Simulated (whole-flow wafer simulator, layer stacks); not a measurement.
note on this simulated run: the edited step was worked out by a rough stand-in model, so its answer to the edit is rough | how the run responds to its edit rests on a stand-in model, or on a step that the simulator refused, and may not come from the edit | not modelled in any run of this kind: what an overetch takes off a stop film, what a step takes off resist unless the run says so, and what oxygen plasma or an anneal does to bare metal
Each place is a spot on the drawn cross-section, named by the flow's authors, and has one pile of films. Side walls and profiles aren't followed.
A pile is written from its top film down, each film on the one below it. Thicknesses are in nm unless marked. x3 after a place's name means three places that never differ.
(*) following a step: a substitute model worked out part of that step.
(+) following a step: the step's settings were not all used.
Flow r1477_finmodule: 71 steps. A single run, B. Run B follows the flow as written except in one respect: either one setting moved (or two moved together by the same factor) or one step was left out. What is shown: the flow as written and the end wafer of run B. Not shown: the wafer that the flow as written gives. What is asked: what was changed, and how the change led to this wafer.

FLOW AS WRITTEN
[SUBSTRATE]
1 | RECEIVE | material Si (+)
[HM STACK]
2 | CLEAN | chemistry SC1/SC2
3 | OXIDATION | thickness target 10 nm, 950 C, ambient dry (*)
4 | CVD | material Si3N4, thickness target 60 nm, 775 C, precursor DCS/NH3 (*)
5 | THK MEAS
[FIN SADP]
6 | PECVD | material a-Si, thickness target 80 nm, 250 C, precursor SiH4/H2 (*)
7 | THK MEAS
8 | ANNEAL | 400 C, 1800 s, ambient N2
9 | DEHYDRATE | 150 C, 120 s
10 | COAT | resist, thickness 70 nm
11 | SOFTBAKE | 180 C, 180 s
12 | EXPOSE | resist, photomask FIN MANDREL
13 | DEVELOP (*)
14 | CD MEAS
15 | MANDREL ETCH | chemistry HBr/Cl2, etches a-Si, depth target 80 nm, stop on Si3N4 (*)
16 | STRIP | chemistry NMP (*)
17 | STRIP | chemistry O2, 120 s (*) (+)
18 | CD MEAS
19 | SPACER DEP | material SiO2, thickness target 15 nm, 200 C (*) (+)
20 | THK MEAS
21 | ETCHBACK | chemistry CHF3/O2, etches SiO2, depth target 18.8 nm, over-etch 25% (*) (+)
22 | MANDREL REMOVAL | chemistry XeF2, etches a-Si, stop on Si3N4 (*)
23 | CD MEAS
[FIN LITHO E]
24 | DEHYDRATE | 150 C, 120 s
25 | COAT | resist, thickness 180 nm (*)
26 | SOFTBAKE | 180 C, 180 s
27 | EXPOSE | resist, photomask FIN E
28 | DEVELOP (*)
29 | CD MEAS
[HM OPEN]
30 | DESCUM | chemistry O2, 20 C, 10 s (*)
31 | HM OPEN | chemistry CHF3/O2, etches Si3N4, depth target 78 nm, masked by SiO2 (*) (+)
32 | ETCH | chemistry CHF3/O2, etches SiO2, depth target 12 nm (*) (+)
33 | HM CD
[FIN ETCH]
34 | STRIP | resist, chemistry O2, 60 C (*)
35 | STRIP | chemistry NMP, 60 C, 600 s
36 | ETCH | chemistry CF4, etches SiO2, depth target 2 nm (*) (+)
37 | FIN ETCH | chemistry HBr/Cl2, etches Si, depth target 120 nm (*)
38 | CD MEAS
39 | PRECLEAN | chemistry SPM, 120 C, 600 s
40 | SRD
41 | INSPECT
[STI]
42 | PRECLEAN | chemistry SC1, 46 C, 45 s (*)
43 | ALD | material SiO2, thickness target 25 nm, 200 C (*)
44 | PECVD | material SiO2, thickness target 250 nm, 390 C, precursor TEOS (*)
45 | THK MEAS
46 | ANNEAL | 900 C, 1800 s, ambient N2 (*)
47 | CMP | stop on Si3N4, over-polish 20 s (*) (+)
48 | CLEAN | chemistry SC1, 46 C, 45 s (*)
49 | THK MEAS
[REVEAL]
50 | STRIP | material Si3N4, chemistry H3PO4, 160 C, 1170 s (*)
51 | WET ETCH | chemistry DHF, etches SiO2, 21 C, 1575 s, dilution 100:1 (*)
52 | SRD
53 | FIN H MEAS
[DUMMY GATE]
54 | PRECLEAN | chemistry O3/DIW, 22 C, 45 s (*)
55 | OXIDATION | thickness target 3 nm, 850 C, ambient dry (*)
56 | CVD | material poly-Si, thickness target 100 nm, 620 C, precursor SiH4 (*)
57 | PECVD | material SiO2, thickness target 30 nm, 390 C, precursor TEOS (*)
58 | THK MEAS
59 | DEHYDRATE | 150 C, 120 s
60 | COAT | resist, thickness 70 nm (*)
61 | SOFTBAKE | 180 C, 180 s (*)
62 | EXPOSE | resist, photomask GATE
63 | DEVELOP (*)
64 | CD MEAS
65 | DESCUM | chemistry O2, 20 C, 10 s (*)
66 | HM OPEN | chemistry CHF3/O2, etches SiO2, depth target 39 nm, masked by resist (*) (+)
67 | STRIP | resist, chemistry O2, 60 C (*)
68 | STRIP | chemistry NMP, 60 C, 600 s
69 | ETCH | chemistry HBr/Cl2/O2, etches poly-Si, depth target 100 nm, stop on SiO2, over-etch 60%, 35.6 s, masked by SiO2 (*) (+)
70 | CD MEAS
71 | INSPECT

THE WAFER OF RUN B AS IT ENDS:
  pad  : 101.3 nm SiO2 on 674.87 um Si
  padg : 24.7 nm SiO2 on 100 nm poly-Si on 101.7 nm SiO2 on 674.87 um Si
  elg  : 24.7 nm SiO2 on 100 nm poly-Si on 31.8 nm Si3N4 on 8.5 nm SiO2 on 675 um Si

What caused this: step 3, OXIDATION: thickness target 8.5 nm was run, though the flow has thickness target 10 nm.
The wafer lets one read it off: elg has SiO2 8.5, and step 3 as written asks for 10 nm.

How this came from the change, step by step:
  3 | OXIDATION | thickness target 10 nm, 950 C, ambient dry (*)
      pad, padg, elg and 33 more: SiO2 gains 8.5 (new film), chemical SiO2 loses 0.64 (all of it), Si loses 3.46 (in the flow as written it would be: SiO2 gains 10 (new film), chemical SiO2 loses 0.64 (all of it), Si loses 4.12)
  31 | HM OPEN | chemistry CHF3/O2, etches Si3N4, depth target 78 nm, masked by SiO2 (*) (+)
      s40cg, s45cg, s50cg, s40co, s45co, s50co: Si3N4 loses 60 (all of it), SiO2 loses 8.5 (all of it) (in the flow as written it would be: Si3N4 loses 60 (all of it), SiO2 loses 9)
      pad, padg, esg and 13 more: Si3N4 loses 56.4 (all of it), SiO2 loses 8.5 (all of it) (in the flow as written it would be: Si3N4 loses 56.4 (all of it), SiO2 loses 10 (all of it))
  32 | ETCH | chemistry CHF3/O2, etches SiO2, depth target 12 nm (*) (+)
      s40cg, s40co: Si loses 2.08 (in the flow as written it would be: SiO2 loses 1 (all of it), Si loses 2.2)
      s45cg, s45co: Si loses 2.12 (in the flow as written it would be: SiO2 loses 1 (all of it), Si loses 2.2)
      (also at 2 further places)
  47 | CMP | stop on Si3N4, over-polish 20 s (*) (+)
      pad, padg, e40sg and 11 more: SiO2 loses 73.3 (in the flow as written it would be: SiO2 loses 71.8)
      eso: SiO2 loses 73.9 (in the flow as written it would be: SiO2 loses 72.4)
  51 | WET ETCH | chemistry DHF, etches SiO2, 21 C, 1575 s, dilution 100:1 (*)
      s40sg_line, s45sg_line, s50sg_line, s40so_line, s45so_line, s50so_line: SiO2 loses 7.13 (all of it) (in the flow as written it would be: SiO2 loses 8.63 (all of it))
  67 | STRIP | resist, chemistry O2, 60 C (*)
      s40sg: resist loses 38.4 (all of it) (in the flow as written it would be: resist loses 36.9 (all of it))
      s45sg: resist loses 38.3 (all of it) (in the flow as written it would be: resist loses 36.9 (all of it))
      (also at 1 further place)
